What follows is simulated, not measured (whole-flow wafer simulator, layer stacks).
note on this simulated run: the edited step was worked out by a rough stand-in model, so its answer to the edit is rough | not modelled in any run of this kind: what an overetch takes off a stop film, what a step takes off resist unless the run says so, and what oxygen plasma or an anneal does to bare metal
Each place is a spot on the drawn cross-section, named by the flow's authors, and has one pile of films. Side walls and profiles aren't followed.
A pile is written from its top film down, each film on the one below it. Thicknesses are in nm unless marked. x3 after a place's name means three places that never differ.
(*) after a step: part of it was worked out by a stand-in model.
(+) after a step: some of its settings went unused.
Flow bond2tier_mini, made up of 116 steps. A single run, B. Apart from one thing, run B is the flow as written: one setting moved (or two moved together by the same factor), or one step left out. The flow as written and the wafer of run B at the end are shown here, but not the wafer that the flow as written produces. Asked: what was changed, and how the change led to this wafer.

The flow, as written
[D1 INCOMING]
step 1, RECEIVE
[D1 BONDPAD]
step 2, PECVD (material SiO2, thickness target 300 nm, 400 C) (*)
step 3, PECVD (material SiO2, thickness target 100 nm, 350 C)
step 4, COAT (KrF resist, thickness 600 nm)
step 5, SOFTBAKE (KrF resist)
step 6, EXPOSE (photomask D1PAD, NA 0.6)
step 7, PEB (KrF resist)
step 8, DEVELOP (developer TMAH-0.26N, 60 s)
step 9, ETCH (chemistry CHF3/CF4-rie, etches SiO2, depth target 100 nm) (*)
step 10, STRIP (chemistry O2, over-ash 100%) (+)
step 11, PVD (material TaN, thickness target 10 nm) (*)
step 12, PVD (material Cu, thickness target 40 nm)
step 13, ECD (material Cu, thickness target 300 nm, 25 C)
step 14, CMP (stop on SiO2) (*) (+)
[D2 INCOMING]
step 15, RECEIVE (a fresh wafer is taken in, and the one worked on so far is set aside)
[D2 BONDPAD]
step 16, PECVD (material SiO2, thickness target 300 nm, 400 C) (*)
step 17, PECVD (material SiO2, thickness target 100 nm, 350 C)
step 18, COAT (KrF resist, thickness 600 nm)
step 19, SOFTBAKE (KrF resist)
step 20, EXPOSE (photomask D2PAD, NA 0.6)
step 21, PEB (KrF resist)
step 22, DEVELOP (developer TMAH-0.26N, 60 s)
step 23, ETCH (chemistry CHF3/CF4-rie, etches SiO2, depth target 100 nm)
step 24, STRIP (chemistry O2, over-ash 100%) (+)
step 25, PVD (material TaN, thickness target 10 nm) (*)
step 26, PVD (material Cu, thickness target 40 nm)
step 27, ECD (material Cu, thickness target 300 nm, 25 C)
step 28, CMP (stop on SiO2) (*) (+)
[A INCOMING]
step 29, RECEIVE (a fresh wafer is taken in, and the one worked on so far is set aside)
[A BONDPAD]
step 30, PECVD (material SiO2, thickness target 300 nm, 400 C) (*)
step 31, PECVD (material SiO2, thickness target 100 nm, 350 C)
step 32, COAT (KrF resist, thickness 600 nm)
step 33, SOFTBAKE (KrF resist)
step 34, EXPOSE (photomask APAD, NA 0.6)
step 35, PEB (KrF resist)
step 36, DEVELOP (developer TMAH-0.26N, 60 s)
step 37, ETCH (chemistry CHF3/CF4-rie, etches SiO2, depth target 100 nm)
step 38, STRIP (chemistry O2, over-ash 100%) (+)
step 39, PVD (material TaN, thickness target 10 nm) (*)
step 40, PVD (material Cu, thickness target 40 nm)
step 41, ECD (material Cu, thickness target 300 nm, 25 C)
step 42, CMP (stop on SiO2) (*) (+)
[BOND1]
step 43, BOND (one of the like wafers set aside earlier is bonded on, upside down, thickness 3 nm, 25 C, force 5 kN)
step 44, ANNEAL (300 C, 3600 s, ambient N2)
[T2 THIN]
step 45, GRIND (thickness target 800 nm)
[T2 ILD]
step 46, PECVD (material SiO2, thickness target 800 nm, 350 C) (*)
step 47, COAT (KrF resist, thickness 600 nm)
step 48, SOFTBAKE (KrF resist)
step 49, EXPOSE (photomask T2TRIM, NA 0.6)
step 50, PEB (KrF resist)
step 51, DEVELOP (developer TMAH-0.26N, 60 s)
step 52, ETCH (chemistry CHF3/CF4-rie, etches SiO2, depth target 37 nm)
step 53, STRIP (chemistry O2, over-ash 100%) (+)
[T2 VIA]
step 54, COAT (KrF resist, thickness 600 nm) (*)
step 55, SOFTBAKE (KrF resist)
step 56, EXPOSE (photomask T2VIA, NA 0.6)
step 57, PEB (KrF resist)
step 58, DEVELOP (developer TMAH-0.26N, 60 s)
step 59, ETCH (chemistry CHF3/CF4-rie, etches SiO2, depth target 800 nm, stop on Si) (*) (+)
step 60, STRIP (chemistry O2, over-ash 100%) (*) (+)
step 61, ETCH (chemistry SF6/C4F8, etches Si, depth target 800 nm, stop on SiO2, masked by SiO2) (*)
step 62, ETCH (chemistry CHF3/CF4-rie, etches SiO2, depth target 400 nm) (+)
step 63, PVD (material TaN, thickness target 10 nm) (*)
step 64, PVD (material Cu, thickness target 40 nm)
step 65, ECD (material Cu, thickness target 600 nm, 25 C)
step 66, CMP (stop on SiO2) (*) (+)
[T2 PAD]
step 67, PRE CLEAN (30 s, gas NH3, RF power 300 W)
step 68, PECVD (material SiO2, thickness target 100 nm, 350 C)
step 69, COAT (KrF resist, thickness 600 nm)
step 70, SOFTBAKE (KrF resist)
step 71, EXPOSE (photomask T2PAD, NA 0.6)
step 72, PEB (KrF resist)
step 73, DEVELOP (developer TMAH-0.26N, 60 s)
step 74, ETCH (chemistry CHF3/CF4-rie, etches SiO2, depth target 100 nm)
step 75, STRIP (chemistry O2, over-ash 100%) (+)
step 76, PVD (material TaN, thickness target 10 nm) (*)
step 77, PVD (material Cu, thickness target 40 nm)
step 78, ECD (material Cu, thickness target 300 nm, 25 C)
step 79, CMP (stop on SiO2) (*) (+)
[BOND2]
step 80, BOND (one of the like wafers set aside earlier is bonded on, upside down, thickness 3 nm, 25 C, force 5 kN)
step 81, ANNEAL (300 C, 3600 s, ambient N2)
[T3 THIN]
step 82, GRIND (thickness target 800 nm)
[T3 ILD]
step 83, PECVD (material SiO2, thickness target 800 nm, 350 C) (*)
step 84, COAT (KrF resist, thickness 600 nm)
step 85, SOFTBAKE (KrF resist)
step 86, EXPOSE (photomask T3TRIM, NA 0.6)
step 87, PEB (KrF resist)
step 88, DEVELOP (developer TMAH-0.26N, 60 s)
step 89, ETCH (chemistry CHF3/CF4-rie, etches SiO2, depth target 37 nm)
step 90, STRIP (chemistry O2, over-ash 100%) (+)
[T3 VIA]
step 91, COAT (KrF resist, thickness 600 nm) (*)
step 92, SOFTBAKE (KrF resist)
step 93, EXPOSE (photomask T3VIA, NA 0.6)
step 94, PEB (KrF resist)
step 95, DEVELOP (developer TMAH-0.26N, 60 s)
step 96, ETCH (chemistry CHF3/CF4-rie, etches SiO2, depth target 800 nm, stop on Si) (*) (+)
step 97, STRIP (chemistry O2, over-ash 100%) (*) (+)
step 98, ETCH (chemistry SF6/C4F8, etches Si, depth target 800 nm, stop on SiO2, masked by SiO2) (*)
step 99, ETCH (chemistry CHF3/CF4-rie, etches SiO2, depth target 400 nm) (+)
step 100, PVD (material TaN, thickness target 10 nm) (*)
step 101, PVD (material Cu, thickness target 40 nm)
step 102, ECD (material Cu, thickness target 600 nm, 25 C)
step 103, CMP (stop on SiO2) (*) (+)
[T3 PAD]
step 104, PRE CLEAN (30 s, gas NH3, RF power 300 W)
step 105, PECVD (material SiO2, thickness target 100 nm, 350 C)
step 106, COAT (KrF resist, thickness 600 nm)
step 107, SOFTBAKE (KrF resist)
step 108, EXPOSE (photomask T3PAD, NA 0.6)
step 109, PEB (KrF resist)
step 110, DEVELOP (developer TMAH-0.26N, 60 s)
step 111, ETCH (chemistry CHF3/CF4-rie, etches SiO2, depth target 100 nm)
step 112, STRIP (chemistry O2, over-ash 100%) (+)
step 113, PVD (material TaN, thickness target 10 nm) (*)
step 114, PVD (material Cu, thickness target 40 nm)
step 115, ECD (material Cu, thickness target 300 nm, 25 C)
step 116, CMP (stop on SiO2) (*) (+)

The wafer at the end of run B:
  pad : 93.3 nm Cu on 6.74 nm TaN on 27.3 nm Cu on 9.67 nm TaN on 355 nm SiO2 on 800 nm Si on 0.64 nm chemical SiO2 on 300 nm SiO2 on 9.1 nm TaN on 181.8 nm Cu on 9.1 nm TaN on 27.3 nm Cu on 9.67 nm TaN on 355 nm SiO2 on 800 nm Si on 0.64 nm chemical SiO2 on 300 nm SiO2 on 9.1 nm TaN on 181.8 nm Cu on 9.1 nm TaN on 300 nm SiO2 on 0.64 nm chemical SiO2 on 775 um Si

Cause: step 113, PVD: thickness target 7.4 nm was run, while the flow as written has thickness target 10 nm.

How this came from the change, step by step:
  step 113, PVD (material TaN, thickness target 10 nm) (*)
      field: +7.4 TaN (new film) (it would be, as written: +10 TaN (new film))
      pad: +6.74 TaN (new film) (it would be, as written: +9.1 TaN (new film))
  step 116, CMP (stop on SiO2) (*) (+)
      field: -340 Cu (all of it), -7.4 TaN (all of it) (it would be, as written: -340 Cu (all of it), -10 TaN (all of it))
